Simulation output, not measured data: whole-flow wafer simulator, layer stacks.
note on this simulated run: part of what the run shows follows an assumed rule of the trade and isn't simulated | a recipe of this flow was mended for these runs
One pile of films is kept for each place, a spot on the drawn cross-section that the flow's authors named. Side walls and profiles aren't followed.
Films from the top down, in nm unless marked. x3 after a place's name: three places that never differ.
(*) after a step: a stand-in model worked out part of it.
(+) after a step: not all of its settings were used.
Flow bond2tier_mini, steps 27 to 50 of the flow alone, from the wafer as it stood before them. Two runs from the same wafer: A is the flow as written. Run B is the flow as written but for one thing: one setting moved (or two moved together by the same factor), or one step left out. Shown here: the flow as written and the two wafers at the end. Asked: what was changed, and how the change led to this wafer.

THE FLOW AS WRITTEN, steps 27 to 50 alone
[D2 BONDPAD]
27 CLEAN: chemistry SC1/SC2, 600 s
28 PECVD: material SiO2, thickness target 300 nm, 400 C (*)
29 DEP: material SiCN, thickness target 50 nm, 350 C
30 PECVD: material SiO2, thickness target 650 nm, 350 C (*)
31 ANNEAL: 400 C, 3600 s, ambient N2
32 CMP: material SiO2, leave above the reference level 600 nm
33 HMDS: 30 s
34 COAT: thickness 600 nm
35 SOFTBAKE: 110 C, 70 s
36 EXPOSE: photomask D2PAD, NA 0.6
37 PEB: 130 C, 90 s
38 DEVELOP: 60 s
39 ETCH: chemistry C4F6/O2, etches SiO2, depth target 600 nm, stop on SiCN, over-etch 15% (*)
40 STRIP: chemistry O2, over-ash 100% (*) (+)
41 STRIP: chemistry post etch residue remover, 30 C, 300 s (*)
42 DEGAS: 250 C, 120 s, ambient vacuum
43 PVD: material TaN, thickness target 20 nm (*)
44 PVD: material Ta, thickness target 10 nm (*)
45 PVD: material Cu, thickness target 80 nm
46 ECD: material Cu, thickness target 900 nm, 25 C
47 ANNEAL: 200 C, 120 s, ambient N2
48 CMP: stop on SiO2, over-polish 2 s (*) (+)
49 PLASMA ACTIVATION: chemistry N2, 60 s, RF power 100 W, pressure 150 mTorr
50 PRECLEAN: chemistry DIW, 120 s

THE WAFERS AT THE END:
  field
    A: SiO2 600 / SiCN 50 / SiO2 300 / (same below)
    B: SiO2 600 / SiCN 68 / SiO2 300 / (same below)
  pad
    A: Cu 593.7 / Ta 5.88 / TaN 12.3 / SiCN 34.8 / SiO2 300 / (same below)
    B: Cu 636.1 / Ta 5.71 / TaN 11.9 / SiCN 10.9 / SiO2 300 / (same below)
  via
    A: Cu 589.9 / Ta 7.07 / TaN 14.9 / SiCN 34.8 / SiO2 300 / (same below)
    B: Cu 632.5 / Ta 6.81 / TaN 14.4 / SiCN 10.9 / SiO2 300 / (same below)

The cause: step 29, DEP: thickness target 68 nm was run, where the flow has thickness target 50 nm; step 39, ETCH: depth target 816 nm was run, where the flow has depth target 600 nm.
It can be read off the wafer: field has SiCN 68, and step 29 as written asks for 50 nm.

How the change led to this, step by step:
  29 DEP: material SiCN, thickness target 50 nm, 350 C
      field, pad, via: A SiCN +50 (new film) | B SiCN +68 (new film)
  39 ETCH: chemistry C4F6/O2, etches SiO2, depth target 600 nm, stop on SiCN, over-etch 15% (*)
      pad, via: A SiO2 -600 (all of it), SiCN -15.2 | B SiO2 -600 (all of it), SiCN -57.1
      field: A thick-KrF-resist -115 | B thick-KrF-resist -156.4
  40 STRIP: chemistry O2, over-ash 100% (*) (+)
      field: A thick-KrF-resist -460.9 (all of it) | B thick-KrF-resist -419.5 (all of it)
  45 PVD: material Cu, thickness target 80 nm
      pad: A Cu +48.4 (new film) | B Cu +47.1 (new film)
      via: A Cu +59 (new film) | B Cu +57 (new film)
  46 ECD: material Cu, thickness target 900 nm, 25 C
      pad: A Cu +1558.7 | B Cu +1602.3
      via: A Cu +1544.3 | B Cu +1588.9
